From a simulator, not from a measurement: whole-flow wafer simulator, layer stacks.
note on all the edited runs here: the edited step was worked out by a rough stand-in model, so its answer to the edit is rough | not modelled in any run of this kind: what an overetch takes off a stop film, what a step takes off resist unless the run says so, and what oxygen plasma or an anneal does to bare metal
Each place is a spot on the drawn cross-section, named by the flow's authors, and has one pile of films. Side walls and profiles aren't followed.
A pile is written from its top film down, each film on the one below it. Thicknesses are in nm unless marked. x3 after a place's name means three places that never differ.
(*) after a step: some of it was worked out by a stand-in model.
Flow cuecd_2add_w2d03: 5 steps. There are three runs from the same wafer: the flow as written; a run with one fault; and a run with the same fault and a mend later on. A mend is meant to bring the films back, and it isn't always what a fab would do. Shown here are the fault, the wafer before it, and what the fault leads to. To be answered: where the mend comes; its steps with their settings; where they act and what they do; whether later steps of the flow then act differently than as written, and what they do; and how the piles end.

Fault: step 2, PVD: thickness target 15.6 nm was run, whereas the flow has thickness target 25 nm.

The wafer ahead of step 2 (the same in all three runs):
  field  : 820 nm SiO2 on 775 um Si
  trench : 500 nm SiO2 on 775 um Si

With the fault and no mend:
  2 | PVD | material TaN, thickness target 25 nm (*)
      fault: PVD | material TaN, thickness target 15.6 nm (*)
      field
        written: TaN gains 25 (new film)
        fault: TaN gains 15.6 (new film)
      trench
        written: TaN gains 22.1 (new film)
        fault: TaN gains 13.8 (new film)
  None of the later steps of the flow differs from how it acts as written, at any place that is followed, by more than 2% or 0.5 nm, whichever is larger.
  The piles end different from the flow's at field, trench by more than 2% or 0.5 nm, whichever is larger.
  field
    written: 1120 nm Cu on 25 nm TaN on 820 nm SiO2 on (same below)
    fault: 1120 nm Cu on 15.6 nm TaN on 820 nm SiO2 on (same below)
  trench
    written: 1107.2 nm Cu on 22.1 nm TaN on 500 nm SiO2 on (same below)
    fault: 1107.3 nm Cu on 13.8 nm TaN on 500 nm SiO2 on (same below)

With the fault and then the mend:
  The mend stands after step 2.
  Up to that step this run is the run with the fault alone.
  2a | PVD | material TaN, thickness target 9.4 nm (*) (a further turn of the flow's step 2, with different settings)
      field
        TaN gains 9.4
      trench
        TaN gains 8.3
  None of the later steps of the flow acts differently than as written at any place that is followed.
  By the end, the piles equal the flow's at every place that both follow.
